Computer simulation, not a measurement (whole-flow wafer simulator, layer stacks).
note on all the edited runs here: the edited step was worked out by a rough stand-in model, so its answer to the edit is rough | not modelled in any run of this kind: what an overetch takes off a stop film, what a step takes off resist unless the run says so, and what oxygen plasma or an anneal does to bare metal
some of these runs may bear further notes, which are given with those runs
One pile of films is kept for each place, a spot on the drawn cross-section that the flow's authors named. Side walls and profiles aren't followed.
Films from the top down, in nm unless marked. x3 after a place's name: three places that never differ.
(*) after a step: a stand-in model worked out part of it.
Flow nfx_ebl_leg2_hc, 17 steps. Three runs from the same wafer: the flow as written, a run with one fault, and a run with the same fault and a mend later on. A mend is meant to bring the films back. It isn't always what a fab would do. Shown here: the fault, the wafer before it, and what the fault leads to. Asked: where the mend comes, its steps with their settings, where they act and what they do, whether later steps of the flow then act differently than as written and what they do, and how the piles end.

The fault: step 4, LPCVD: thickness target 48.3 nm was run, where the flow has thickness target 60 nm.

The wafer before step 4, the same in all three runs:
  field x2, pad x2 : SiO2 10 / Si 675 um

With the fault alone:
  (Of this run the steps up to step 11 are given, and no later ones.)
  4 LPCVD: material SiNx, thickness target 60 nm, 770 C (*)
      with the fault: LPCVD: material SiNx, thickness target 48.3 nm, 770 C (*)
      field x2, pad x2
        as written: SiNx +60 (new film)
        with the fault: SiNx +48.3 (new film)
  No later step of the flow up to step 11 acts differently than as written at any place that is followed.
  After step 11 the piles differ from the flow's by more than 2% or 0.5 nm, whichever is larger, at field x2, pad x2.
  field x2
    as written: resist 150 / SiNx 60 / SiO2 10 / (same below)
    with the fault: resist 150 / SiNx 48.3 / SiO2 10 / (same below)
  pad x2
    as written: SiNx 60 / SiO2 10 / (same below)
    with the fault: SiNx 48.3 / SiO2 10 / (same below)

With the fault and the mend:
  The mend comes after step 5.
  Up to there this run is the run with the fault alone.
  5a ETCH: chemistry h3po4, depth target 55.54 nm
      field x2, pad x2
        SiNx -48.3 (all of it)
  5b CLEAN: chemistry SC1/SC2 (the flow's step 2 once more)
      changes no film at any place that is followed
  5c LPCVD: material SiNx, thickness target 60 nm, 770 C (*) (the flow's step 4 once more)
      field x2, pad x2
        SiNx +60 (new film)
  No later step of the flow acts differently than as written at any place that is followed.
  At the end the piles are the same as the flow's at every place that both follow.
